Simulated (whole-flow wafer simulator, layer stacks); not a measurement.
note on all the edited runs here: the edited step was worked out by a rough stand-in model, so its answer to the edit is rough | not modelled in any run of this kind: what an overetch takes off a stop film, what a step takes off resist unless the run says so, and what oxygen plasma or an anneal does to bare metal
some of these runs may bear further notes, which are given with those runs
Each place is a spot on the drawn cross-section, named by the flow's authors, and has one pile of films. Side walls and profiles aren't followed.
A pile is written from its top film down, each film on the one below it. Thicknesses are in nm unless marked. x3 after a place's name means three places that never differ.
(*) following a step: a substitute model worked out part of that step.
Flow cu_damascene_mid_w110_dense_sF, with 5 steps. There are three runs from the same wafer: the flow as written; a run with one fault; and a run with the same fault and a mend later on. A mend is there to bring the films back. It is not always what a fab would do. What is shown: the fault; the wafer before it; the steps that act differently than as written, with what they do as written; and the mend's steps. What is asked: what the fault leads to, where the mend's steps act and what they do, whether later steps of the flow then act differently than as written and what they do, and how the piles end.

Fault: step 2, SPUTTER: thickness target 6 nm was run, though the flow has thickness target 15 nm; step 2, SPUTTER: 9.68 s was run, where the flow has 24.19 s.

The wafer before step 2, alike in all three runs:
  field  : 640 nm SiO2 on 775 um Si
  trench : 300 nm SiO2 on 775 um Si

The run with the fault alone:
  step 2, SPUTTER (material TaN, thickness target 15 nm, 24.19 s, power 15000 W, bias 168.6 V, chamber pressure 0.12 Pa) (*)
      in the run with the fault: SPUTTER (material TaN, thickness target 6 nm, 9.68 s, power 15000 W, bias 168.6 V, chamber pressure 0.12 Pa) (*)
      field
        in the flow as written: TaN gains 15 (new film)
        in the run with the fault: TaN gains 6 (new film)
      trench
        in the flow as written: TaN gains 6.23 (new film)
        in the run with the fault: TaN gains 2.49 (new film)
  Steps further on in the flow that do not act as written (2 more steps, not shown, differ only slightly: by at most 2% or 0.5 nm, whichever is larger):
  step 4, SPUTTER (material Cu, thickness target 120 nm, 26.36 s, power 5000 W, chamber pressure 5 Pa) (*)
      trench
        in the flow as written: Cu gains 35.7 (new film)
        in the run with the fault: Cu gains 36.8 (new film)
  By the end, the piles at field, trench depart from the flow's by more than 2% or 0.5 nm, whichever is larger.
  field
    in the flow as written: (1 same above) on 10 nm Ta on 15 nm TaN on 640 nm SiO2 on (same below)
    in the run with the fault: (1 same above) on 10 nm Ta on 6 nm TaN on 640 nm SiO2 on (same below)
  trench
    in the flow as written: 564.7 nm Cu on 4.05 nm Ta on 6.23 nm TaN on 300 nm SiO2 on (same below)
    in the run with the fault: 559.3 nm Cu on 4.16 nm Ta on 2.49 nm TaN on 300 nm SiO2 on (same below)

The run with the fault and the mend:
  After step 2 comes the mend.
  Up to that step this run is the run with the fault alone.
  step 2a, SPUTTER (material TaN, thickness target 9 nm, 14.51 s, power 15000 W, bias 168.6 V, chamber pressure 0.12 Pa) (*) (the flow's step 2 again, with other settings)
      field
        TaN gains 9
      trench
        TaN gains 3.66
  None of the later steps of the flow differs from how it acts as written, at any place that is followed, by more than 2% or 0.5 nm, whichever is larger.
  At the end the piles are close to the flow's at the places that both follow, differing by at most 2% or 0.5 nm, whichever is larger.
